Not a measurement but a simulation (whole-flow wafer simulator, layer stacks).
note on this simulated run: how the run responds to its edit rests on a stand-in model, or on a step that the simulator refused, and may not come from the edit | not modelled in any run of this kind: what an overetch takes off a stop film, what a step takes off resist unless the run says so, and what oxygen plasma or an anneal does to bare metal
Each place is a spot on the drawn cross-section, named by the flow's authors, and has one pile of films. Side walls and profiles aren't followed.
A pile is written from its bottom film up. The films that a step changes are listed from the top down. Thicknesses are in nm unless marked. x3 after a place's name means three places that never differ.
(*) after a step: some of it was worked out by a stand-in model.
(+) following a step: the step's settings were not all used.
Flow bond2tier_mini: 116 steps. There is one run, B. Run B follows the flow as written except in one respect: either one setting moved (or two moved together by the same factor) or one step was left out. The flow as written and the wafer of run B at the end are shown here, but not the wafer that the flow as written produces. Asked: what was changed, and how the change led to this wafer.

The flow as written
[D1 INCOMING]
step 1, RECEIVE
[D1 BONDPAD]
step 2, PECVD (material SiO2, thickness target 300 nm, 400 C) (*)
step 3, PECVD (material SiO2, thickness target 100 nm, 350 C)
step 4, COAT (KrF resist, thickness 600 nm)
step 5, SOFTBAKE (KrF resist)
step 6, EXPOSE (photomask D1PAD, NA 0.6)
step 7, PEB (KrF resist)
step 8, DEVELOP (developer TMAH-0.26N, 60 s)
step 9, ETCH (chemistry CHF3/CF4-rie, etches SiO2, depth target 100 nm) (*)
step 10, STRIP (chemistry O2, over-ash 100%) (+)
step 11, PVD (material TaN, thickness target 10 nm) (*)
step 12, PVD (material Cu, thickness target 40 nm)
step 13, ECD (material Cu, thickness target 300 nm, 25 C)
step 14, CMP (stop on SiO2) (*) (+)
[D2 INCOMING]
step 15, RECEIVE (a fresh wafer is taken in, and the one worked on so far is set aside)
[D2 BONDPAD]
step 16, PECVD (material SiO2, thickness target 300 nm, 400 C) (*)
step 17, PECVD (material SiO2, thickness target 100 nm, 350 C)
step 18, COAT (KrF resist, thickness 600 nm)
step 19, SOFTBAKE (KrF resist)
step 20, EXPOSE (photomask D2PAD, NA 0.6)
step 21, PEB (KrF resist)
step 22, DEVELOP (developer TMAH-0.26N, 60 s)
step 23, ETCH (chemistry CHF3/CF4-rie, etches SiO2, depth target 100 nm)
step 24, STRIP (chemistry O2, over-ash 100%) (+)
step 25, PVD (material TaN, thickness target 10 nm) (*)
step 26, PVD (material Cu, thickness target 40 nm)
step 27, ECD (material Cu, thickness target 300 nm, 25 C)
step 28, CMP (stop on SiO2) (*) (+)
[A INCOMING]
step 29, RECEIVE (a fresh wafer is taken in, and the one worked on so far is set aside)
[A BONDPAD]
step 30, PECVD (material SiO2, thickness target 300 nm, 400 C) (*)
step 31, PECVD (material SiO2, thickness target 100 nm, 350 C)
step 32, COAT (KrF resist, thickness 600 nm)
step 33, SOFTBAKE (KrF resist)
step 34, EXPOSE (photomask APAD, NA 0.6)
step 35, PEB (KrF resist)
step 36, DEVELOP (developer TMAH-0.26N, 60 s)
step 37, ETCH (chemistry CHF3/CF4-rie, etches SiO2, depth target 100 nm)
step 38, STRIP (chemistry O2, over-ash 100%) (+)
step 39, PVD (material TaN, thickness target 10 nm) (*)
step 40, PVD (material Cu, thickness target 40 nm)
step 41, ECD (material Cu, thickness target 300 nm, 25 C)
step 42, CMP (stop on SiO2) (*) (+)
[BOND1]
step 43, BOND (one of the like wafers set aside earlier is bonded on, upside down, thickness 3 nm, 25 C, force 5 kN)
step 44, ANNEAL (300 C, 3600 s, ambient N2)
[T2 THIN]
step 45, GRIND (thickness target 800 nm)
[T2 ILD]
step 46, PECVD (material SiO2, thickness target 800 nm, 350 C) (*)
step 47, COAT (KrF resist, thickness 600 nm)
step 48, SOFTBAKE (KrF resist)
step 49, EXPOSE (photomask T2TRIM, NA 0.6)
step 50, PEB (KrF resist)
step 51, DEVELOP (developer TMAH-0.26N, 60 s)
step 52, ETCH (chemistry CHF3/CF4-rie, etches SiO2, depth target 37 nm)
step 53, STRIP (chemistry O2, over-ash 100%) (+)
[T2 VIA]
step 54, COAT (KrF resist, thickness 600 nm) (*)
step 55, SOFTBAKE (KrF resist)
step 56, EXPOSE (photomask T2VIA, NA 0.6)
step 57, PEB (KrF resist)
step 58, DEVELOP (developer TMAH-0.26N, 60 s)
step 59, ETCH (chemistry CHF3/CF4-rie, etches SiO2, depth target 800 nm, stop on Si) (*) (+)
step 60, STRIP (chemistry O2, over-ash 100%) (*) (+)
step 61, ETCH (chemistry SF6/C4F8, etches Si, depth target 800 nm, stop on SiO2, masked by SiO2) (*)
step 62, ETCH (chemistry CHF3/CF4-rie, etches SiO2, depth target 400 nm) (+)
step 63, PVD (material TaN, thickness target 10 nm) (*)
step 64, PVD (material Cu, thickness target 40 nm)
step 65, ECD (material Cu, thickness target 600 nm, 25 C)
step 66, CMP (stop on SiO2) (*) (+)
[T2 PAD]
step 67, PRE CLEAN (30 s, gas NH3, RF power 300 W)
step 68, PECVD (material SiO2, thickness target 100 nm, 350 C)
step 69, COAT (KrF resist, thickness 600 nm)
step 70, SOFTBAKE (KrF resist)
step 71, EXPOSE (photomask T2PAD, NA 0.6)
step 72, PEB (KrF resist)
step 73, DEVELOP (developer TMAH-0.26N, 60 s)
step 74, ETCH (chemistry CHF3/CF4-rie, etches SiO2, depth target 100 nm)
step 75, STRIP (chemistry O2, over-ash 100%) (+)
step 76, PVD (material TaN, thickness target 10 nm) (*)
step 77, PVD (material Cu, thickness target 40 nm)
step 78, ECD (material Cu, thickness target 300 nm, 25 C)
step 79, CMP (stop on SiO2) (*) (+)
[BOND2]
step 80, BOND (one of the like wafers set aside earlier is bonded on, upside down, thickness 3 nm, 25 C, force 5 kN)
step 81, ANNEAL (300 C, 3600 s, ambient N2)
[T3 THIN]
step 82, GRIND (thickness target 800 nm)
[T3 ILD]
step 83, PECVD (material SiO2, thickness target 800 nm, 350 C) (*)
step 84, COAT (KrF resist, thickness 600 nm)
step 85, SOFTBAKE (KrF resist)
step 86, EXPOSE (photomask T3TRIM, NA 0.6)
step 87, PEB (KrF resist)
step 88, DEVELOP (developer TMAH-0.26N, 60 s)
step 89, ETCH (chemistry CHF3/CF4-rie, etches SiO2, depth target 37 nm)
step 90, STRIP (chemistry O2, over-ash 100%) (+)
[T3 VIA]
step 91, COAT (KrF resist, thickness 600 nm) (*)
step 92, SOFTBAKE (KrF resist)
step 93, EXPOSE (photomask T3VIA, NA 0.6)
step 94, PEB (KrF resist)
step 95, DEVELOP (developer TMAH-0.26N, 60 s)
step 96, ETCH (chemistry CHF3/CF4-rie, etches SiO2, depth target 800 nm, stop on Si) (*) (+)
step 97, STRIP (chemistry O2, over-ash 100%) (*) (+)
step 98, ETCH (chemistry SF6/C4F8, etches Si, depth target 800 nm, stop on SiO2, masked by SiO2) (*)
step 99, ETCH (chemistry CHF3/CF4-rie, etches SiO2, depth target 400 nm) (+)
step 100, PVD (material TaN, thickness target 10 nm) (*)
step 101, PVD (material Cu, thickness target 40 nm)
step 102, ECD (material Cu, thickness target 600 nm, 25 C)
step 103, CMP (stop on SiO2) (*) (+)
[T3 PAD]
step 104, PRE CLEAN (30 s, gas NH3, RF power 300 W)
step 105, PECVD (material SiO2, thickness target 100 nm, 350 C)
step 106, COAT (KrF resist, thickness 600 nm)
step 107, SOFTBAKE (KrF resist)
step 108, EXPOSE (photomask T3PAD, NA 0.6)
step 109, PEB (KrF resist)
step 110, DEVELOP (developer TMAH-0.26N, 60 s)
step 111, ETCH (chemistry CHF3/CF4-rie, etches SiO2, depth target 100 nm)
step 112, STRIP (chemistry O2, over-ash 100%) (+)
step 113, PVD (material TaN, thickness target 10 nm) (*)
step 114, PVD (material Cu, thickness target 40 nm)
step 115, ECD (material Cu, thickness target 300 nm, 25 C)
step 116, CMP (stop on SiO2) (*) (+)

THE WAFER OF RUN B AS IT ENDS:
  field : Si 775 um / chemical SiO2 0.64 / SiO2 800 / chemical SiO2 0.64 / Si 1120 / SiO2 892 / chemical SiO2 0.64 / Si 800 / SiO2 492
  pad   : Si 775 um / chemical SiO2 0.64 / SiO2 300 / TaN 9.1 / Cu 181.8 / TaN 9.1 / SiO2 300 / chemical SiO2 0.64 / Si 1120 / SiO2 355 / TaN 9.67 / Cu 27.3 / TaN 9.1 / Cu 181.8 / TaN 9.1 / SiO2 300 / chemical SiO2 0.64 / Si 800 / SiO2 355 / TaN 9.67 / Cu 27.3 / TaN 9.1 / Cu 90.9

The reason: step 45, GRIND: thickness target 1120 nm was run, whereas the flow has thickness target 800 nm.
The wafer itself shows it: field has Si 1120, and step 45 as written asks for 800 nm.

The path from the change to this, step by step:
  step 45, GRIND (thickness target 800 nm)
      field, pad, via: Si loses 773.88 um (in the flow as written it would be: Si loses 774.2 um)
